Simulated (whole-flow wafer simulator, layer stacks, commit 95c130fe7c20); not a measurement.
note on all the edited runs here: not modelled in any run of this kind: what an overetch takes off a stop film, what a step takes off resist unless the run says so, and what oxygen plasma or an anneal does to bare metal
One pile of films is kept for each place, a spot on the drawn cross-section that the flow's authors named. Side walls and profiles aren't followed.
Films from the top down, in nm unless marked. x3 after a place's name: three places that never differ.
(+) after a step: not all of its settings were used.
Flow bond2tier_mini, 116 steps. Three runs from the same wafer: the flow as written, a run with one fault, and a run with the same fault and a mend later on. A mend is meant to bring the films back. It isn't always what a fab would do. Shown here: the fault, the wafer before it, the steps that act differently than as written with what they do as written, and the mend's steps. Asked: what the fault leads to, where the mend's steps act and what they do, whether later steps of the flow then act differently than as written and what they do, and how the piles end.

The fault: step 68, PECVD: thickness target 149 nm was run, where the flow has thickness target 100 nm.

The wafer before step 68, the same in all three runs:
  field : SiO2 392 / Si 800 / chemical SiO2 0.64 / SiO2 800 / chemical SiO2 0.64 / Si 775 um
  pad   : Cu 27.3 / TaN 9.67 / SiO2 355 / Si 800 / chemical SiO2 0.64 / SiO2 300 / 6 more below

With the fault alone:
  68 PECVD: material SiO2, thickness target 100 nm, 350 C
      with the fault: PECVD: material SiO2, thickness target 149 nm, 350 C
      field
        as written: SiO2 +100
        with the fault: SiO2 +149
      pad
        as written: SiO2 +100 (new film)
        with the fault: SiO2 +149 (new film)
  Later steps of the flow that act differently than as written:
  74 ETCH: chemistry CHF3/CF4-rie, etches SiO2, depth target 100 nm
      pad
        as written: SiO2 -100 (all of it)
        with the fault: SiO2 -100
  At the end the piles differ from the flow's by more than 2% or 0.5 nm, whichever is larger, at field, pad.
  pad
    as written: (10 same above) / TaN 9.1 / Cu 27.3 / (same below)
    with the fault: (10 same above) / TaN 9.1 / SiO2 49 / Cu 27.3 / (same below)
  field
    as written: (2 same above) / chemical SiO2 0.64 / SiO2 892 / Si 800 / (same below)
    with the fault: (2 same above) / chemical SiO2 0.64 / SiO2 941 / Si 800 / (same below)

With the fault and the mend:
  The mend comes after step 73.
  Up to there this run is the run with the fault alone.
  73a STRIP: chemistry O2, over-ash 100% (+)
      field
        KrF resist -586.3 (all of it)
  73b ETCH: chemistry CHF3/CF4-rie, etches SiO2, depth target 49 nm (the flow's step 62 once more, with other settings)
      field, pad
        SiO2 -49
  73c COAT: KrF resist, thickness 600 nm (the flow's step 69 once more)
      field, pad
        KrF resist +600 (new film)
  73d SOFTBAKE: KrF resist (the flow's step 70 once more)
      changes no film at any place that is followed
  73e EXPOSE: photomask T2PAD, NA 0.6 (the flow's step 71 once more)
      changes no film at any place that is followed
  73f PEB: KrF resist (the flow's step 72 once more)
      changes no film at any place that is followed
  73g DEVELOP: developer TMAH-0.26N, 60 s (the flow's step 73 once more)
      field
        KrF resist -13.7
      pad
        KrF resist -600 (all of it)
  No later step of the flow acts differently than as written at any place that is followed.
  At the end the piles are the same as the flow's at every place that both follow.
